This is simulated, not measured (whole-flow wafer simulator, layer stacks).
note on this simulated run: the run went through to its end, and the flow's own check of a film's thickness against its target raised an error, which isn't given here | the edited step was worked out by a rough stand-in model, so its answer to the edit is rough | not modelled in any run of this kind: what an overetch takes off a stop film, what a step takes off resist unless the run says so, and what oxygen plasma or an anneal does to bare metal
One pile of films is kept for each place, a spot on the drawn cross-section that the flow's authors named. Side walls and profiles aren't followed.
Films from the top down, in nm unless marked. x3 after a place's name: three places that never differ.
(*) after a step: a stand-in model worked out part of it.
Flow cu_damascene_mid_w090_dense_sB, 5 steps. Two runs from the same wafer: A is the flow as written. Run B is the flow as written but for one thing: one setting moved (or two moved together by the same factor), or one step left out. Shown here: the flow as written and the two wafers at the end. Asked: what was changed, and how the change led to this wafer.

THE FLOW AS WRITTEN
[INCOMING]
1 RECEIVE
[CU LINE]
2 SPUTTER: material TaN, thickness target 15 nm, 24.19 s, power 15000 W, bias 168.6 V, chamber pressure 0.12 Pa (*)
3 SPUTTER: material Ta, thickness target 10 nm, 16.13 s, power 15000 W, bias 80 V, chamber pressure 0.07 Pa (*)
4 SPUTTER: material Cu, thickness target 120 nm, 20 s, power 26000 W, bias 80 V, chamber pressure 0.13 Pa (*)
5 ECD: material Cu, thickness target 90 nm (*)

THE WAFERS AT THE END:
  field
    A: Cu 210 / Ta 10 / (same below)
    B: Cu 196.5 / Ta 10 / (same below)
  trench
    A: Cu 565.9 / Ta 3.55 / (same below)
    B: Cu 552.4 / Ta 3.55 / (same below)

The cause: step 5, ECD: thickness target 76.5 nm was run, where the flow has thickness target 90 nm.

How the change led to this, step by step:
  5 ECD: material Cu, thickness target 90 nm (*)
      field: A Cu +90 | B Cu +76.5
      trench: A Cu +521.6 | B Cu +508.1
